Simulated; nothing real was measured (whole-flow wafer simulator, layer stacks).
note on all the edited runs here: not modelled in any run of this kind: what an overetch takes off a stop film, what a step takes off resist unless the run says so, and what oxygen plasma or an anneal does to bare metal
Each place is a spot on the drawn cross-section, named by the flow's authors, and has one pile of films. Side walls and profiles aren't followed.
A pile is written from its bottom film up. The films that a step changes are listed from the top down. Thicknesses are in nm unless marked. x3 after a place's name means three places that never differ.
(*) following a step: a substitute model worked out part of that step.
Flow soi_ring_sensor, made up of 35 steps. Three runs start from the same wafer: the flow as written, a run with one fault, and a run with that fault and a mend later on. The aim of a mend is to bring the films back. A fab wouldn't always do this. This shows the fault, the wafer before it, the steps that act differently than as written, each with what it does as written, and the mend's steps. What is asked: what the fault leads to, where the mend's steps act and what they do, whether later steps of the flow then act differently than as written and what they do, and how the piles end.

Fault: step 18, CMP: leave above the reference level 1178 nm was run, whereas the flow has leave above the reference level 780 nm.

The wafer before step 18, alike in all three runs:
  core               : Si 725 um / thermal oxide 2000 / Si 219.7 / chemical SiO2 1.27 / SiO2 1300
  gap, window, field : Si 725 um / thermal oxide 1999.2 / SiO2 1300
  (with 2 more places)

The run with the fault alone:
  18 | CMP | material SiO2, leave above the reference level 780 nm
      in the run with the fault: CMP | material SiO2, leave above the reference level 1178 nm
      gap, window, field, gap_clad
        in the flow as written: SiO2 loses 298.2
        in the run with the fault: nothing
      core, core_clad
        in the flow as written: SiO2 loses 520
        in the run with the fault: SiO2 loses 122
  Later steps of the flow acting differently than as written (1 more step, not shown, differs only slightly: by at most 2% or 0.5 nm, whichever is larger):
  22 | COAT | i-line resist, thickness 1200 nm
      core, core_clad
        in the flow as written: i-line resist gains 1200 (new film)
        in the run with the fault: i-line resist gains 1113 (new film)
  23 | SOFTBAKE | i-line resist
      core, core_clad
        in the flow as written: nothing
        in the run with the fault: i-line resist loses 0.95
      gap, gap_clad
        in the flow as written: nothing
        in the run with the fault: i-line resist loses 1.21
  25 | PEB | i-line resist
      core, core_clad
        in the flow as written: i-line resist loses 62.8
        in the run with the fault: i-line resist loses 58
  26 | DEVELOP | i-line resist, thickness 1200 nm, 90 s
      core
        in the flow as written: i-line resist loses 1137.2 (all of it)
        in the run with the fault: i-line resist loses 1054 (all of it)
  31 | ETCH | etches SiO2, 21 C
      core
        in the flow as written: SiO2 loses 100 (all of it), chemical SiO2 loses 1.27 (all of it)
        in the run with the fault: SiO2 loses 462
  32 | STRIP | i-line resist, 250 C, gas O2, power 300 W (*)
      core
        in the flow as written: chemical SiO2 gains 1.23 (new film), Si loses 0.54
        in the run with the fault: nothing
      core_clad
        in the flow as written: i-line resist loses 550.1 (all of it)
        in the run with the fault: i-line resist loses 467.1 (all of it)
  By the end, the piles at core, field, core_clad depart from the flow's by more than 2% or 0.5 nm, whichever is larger.
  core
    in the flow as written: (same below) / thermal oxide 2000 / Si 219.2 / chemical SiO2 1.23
    in the run with the fault: (same below) / thermal oxide 2000 / Si 219.7 / chemical SiO2 1.27 / SiO2 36
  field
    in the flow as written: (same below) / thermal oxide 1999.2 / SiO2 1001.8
    in the run with the fault: (same below) / thermal oxide 1999.2 / SiO2 1300
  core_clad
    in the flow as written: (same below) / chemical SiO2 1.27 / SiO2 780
    in the run with the fault: (same below) / chemical SiO2 1.27 / SiO2 1178

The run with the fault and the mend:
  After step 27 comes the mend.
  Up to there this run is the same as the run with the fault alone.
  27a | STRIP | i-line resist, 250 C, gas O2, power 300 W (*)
      field
        i-line resist loses 1138.2 (all of it)
      core_clad
        i-line resist loses 1054 (all of it)
      gap_clad
        i-line resist loses 1148.9 (all of it)
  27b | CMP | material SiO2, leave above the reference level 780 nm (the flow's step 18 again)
      gap, window, field, gap_clad
        SiO2 loses 298.2
      core, core_clad
        SiO2 loses 398
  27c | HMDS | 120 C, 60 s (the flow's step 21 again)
      alters no film at any place that is followed
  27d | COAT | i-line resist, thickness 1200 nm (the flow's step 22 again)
      core, gap, window, field, core_clad, gap_clad
        i-line resist gains 1200 (new film)
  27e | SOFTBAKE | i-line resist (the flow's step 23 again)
      alters no film at any place that is followed
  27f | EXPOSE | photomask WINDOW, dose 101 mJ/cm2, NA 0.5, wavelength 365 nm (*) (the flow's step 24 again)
      alters no film at any place that is followed
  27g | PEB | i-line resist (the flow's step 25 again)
      core, gap, window, field, core_clad, gap_clad
        i-line resist loses 62.8
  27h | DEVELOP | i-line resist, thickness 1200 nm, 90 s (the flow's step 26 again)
      core, gap, window
        i-line resist loses 1137.2 (all of it)
      field, core_clad, gap_clad
        i-line resist loses 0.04
  Later steps of the flow that are run all act as written at every place that is followed.
  By the end, the piles equal the flow's at every place that both follow.
